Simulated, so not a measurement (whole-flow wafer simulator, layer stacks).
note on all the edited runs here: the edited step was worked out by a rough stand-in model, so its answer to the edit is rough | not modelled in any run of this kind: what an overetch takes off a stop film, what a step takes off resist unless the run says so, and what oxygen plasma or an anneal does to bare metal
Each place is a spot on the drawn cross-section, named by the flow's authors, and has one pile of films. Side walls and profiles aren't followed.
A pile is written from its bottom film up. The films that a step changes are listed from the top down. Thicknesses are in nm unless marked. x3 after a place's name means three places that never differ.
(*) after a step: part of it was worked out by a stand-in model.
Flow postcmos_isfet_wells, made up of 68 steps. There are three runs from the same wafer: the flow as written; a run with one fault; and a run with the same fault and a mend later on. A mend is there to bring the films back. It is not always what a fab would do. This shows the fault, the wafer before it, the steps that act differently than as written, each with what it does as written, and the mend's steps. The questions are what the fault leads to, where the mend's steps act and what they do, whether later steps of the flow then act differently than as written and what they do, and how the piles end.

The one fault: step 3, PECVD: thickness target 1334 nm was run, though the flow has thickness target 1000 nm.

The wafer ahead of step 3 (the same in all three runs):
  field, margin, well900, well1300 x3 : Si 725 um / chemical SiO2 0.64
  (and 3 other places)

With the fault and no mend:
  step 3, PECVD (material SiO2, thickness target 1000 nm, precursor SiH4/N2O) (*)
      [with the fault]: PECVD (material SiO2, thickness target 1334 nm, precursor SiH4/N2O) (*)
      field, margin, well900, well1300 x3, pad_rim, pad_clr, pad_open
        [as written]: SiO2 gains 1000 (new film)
        [with the fault]: SiO2 gains 1334 (new film)
  Later steps of the flow that are run all act as written at every place that is followed.
  The piles end different from the flow's at field, margin, well900, well1300 x3, pad_rim, pad_clr, pad_open by more than 2% or 0.5 nm, whichever is larger.
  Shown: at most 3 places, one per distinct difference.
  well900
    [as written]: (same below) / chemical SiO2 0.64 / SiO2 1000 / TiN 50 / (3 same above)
    [with the fault]: (same below) / chemical SiO2 0.64 / SiO2 1334 / TiN 50 / (3 same above)
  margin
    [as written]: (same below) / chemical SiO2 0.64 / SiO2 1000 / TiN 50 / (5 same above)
    [with the fault]: (same below) / chemical SiO2 0.64 / SiO2 1334 / TiN 50 / (5 same above)
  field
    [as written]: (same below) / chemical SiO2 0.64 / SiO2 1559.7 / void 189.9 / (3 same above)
    [with the fault]: (same below) / chemical SiO2 0.64 / SiO2 1893.7 / void 189.9 / (3 same above)

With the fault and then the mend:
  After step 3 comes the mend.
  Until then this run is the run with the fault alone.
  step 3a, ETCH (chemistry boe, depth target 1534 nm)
      field, margin, well900, well1300 x3, pad_rim, pad_clr, pad_open
        SiO2 loses 1334 (all of it), chemical SiO2 loses 0.64 (all of it)
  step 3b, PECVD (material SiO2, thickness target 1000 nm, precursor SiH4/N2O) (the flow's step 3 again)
      field, margin, well900, well1300 x3, pad_rim, pad_clr, pad_open
        SiO2 gains 1000 (new film)
  Later steps of the flow that are run all act as written at every place that is followed.
  The piles end different from the flow's at field, margin, well900, well1300 x3, pad_rim, pad_clr, pad_open by more than 2% or 0.5 nm, whichever is larger.
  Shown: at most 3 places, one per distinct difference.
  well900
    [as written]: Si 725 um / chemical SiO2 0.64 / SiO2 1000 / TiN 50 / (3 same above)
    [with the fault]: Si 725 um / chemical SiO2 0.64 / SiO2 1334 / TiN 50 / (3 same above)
    [with the mend]: Si 725 um / SiO2 1000 / TiN 50 / (3 same above)
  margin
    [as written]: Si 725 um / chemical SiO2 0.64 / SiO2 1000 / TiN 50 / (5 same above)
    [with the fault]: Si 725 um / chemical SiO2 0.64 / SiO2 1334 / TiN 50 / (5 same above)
    [with the mend]: Si 725 um / SiO2 1000 / TiN 50 / (5 same above)
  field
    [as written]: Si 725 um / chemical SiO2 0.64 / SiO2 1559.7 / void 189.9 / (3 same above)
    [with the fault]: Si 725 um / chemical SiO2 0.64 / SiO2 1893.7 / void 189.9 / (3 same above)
    [with the mend]: Si 725 um / SiO2 1559.7 / void 189.9 / (3 same above)
